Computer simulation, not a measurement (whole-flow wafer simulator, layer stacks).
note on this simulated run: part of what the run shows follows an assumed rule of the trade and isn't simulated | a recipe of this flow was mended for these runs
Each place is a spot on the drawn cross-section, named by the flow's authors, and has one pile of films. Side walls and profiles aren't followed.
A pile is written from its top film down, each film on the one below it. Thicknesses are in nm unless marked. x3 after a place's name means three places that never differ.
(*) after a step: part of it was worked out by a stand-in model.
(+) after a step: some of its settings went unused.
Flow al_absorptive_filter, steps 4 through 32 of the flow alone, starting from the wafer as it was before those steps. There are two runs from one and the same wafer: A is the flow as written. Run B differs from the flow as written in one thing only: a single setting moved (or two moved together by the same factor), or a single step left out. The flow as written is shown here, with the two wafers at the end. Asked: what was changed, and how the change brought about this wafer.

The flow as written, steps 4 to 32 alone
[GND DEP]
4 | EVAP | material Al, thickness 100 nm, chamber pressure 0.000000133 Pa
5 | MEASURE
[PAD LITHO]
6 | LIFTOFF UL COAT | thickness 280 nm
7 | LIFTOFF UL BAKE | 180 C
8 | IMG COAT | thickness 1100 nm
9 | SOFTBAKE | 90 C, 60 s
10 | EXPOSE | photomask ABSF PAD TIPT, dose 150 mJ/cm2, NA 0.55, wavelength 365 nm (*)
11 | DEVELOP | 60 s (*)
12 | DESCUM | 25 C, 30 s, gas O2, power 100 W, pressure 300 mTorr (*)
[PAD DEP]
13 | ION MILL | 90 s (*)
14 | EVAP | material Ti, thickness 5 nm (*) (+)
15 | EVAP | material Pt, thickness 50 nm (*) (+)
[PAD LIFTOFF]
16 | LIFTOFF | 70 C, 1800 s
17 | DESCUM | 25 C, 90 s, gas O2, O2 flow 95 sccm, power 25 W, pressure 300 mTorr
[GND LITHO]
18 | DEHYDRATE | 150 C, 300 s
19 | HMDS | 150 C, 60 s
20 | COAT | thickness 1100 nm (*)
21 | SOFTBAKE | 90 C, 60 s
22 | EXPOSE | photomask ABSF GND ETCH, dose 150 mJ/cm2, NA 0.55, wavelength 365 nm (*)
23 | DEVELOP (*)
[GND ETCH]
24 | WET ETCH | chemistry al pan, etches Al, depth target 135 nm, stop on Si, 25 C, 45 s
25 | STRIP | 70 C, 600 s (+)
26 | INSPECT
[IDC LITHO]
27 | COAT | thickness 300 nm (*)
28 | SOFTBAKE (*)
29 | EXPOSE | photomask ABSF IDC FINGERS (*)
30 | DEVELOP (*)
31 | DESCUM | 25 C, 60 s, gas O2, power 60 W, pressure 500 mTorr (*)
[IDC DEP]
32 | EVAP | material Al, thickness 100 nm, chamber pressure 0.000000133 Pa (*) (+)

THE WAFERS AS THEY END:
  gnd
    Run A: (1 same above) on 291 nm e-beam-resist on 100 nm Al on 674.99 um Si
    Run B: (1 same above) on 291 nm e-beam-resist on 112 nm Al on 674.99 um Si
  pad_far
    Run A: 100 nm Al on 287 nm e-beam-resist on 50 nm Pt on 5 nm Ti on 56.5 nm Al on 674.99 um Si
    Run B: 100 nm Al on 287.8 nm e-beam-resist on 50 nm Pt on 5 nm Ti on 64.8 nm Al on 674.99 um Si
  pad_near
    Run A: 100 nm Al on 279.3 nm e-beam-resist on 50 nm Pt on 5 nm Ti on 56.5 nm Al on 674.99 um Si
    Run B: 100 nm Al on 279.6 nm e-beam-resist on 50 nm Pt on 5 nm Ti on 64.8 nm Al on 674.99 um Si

What caused this: step 4, EVAP: thickness 112 nm was run, though the flow has thickness 100 nm; step 13, ION MILL: 101 s was run, where the flow has 90 s.
The wafer lets one read it off: gnd has Al 112, and step 4 as written asks for 100 nm.

Step by step, how the change led to this:
  4 | EVAP | material Al, thickness 100 nm, chamber pressure 0.000000133 Pa
      gnd, pad_far, pad_near and 11 more: A Al gains 100 (new film) | B Al gains 112 (new film)
  13 | ION MILL | 90 s (*)
      gnd, ledge, res, xa_field x4, xl_gap, xl_turn, idc_field x2, idc_line: A i-line-resist loses 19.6 | B i-line-resist loses 22
      pad_far, pad_near: A Al loses 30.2 | B Al loses 33.9
  24 | WET ETCH | chemistry al pan, etches Al, depth target 135 nm, stop on Si, 25 C, 45 s
      res, xl_gap, idc_field x2, idc_line: A Al loses 86.7 (all of it) | B Al loses 98.7 (all of it)
  27 | COAT | thickness 300 nm (*)
      xl_gap: A e-beam-resist gains 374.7 (new film) | B e-beam-resist gains 383.6 (new film)
